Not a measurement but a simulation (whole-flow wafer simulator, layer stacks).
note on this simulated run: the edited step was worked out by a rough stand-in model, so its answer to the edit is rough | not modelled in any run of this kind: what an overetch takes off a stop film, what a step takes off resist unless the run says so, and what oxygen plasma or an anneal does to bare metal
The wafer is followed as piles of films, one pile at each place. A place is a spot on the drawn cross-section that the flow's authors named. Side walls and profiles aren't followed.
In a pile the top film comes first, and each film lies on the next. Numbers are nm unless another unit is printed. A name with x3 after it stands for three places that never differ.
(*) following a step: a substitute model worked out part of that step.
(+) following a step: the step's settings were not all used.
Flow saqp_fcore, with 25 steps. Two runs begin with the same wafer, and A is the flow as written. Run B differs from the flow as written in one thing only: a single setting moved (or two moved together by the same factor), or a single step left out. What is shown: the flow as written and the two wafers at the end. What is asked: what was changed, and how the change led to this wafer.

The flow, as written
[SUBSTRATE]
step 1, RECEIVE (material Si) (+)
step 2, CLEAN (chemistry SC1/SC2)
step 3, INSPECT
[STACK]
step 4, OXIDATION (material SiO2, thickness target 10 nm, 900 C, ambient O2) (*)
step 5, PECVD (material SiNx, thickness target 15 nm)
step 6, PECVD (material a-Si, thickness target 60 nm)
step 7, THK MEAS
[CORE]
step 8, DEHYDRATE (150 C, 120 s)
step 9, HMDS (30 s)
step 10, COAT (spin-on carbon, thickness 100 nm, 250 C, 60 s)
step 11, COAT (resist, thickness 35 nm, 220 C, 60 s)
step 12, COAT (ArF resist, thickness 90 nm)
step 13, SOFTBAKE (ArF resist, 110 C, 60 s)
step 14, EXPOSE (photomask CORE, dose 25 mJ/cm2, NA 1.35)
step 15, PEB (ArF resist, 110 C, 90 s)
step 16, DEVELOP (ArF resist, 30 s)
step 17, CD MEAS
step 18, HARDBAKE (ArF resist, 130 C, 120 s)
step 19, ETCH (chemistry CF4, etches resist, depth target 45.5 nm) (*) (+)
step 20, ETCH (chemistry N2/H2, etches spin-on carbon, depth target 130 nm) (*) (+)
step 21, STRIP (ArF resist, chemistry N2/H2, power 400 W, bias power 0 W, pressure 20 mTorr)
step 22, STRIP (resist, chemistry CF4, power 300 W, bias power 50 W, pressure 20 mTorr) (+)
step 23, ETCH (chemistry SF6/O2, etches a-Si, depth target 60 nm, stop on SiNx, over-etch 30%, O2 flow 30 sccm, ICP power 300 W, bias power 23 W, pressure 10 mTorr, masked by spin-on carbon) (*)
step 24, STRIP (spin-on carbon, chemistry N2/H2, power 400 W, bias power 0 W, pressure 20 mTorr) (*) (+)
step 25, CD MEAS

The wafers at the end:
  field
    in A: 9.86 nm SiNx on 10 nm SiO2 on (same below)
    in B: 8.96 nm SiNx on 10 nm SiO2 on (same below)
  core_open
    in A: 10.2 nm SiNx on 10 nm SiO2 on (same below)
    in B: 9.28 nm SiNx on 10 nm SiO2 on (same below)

The reason: step 23, ETCH: over-etch 42% was run, while the flow as written has over-etch 30%.

How this came from the change, step by step:
  step 23, ETCH (chemistry SF6/O2, etches a-Si, depth target 60 nm, stop on SiNx, over-etch 30%, O2 flow 30 sccm, ICP power 300 W, bias power 23 W, pressure 10 mTorr, masked by spin-on carbon) (*)
      field: A a-Si loses 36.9 (all of it), SiNx loses 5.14 | B a-Si loses 36.9 (all of it), SiNx loses 6.04
      core_open: A a-Si loses 39.4 (all of it), SiNx loses 4.82 | B a-Si loses 39.4 (all of it), SiNx loses 5.72
      (also at 1 further place)
